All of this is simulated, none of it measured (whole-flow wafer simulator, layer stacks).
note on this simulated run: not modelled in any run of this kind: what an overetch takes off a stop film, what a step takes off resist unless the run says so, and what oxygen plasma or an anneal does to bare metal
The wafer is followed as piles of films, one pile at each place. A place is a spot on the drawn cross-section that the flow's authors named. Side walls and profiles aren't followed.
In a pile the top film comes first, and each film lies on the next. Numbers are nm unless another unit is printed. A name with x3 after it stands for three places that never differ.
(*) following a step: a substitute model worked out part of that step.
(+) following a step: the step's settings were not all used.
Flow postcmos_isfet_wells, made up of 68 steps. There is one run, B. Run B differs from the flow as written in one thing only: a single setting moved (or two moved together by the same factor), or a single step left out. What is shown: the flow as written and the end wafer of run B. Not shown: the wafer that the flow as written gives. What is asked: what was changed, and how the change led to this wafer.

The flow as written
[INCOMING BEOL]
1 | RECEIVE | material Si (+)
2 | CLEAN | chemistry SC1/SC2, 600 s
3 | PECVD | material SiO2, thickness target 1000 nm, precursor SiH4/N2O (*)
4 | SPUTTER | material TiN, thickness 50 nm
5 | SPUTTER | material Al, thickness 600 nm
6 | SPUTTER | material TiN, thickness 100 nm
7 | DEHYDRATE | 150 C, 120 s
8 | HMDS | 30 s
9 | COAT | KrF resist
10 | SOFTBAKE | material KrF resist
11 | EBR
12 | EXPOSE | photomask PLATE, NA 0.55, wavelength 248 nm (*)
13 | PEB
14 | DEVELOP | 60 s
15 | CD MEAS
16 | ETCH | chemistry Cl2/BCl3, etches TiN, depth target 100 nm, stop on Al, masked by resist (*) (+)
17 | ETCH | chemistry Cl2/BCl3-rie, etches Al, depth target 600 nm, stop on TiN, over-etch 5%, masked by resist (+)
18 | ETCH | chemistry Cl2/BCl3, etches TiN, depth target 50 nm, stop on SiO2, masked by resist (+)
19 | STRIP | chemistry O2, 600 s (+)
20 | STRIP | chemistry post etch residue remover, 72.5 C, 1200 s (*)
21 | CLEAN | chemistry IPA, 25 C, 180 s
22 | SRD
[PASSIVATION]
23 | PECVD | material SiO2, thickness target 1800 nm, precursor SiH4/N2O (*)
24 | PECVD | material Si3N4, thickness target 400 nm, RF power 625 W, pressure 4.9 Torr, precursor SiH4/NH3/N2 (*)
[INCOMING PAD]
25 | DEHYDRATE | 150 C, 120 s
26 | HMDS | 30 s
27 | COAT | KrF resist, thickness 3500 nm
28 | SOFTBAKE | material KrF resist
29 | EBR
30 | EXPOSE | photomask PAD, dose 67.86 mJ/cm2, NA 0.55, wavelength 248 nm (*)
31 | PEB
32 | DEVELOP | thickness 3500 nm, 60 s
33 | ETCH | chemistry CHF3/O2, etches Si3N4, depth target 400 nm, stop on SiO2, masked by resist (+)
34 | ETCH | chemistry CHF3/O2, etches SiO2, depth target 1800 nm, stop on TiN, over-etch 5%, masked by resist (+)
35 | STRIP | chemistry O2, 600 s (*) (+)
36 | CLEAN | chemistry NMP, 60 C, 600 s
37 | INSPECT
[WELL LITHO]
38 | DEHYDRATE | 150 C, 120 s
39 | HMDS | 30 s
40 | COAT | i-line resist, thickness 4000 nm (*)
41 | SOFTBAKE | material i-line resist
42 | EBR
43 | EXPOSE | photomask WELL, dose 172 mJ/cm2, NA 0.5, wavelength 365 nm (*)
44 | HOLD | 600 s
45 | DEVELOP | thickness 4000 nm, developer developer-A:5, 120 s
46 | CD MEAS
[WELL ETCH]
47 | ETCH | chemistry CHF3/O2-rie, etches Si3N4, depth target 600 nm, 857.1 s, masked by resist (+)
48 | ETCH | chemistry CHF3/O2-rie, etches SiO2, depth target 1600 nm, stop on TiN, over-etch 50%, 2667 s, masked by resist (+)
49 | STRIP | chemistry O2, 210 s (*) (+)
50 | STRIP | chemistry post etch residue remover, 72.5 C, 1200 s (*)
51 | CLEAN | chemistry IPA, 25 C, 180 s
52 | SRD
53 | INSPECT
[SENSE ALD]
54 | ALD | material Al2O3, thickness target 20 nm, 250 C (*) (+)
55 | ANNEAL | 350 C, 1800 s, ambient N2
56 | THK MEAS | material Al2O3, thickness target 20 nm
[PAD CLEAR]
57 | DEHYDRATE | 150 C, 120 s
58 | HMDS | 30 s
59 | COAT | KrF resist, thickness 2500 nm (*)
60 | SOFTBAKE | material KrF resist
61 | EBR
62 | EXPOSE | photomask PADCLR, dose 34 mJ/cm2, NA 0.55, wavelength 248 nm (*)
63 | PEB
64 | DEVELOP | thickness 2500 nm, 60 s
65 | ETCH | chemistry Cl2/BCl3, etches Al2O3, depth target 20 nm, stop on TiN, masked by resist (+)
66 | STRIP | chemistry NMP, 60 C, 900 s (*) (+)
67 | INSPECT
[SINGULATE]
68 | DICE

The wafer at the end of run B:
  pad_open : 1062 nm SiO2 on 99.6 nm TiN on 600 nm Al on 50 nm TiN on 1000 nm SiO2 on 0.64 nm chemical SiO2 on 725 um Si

What caused this: step 34, ETCH: depth target 738 nm was run, though the flow has depth target 1800 nm.

How this came from the change, step by step:
  34 | ETCH | chemistry CHF3/O2, etches SiO2, depth target 1800 nm, stop on TiN, over-etch 5%, masked by resist (+)
      pad_open: SiO2 loses 738 (as written it would have been: SiO2 loses 1800 (all of it))
      field, margin, well900, well1300 x3, pad_rim, pad_clr: KrF resist loses 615 (as written it would have been: KrF resist loses 1500)
  35 | STRIP | chemistry O2, 600 s (*) (+)
      field, margin, well900, well1300 x3, pad_rim, pad_clr: KrF resist loses 2498.3 (all of it) (as written it would have been: KrF resist loses 1613.3 (all of it))
  40 | COAT | i-line resist, thickness 4000 nm (*)
      pad_clr: i-line resist gains 3599.4 (new film) (as written it would have been: i-line resist gains 3256.8 (new film))
      pad_open: i-line resist gains 4420.7 (new film) (as written it would have been: i-line resist gains 4804.7 (new film))
  41 | SOFTBAKE | material i-line resist
      pad_clr: i-line resist loses 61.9 (as written it would have been: i-line resist loses 156.7)
      pad_open: i-line resist gains 63.4 (as written it would have been: i-line resist gains 115.3)
  49 | STRIP | chemistry O2, 210 s (*) (+)
      pad_clr: i-line resist loses 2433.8 (all of it) (as written it would have been: i-line resist loses 1996.5 (all of it))
      pad_open: i-line resist loses 3380.4 (all of it) (as written it would have been: i-line resist loses 3816.3 (all of it))
  59 | COAT | KrF resist, thickness 2500 nm (*)
      pad_rim: KrF resist gains 2223.5 (new film) (as written it would have been: KrF resist gains 1976.4 (new film))
      pad_clr: KrF resist gains 2061.9 (new film) (as written it would have been: KrF resist gains 1691.6 (new film))
      (and at 1 other place as well)
  60 | SOFTBAKE | material KrF resist
      pad_clr: KrF resist loses 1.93 (as written it would have been: KrF resist loses 3.77)
  63 | PEB
      pad_rim: KrF resist loses 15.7 (as written it would have been: KrF resist loses 13.9)
      pad_clr: KrF resist loses 14.5 (as written it would have been: KrF resist loses 11.8)
      (and at 1 other place as well)
  64 | DEVELOP | thickness 2500 nm, 60 s
      pad_clr: KrF resist loses 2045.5 (all of it) (as written it would have been: KrF resist loses 1676 (all of it))
      pad_open: KrF resist loses 2775.6 (all of it) (as written it would have been: KrF resist loses 3045.1 (all of it))
  66 | STRIP | chemistry NMP, 60 C, 900 s (*) (+)
      pad_rim: KrF resist loses 2168.6 (all of it) (as written it would have been: KrF resist loses 1923.7 (all of it))
